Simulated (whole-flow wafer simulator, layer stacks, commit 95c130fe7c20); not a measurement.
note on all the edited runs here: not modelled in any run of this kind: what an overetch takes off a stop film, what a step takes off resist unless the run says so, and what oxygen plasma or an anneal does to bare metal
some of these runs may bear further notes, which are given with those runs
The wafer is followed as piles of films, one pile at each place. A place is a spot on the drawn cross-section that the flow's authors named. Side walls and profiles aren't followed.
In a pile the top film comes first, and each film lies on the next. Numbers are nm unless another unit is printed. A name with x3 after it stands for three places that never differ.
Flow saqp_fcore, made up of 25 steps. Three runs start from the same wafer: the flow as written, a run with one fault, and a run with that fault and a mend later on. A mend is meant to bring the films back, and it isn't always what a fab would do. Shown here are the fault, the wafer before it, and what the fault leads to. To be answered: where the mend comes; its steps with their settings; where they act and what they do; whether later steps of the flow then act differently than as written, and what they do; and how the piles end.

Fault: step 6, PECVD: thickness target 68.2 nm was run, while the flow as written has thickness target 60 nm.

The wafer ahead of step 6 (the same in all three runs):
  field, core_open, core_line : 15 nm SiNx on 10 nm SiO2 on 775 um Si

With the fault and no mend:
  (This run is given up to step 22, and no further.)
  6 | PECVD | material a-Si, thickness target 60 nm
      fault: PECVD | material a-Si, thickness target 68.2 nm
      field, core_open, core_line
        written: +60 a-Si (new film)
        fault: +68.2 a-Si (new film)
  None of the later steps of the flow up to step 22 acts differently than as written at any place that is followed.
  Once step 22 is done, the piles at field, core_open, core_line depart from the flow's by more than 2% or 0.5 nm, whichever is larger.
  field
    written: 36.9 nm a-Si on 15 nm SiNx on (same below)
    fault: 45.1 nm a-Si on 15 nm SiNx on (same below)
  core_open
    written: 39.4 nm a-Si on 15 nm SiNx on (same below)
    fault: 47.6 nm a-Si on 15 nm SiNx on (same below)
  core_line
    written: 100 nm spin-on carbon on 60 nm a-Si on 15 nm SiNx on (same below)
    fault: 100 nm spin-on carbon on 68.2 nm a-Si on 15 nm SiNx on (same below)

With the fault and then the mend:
  The mend follows step 7.
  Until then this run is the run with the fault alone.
  7a | ETCH | chemistry tmah, depth target 78.43 nm
      field, core_open, core_line
        -68.2 a-Si (all of it)
  7b | PECVD | material a-Si, thickness target 60 nm (the flow's step 6, run once more)
      field, core_open, core_line
        +60 a-Si (new film)
  None of the later steps of the flow acts differently than as written at any place that is followed.
  The piles end the same as the flow's at every place that both follow.
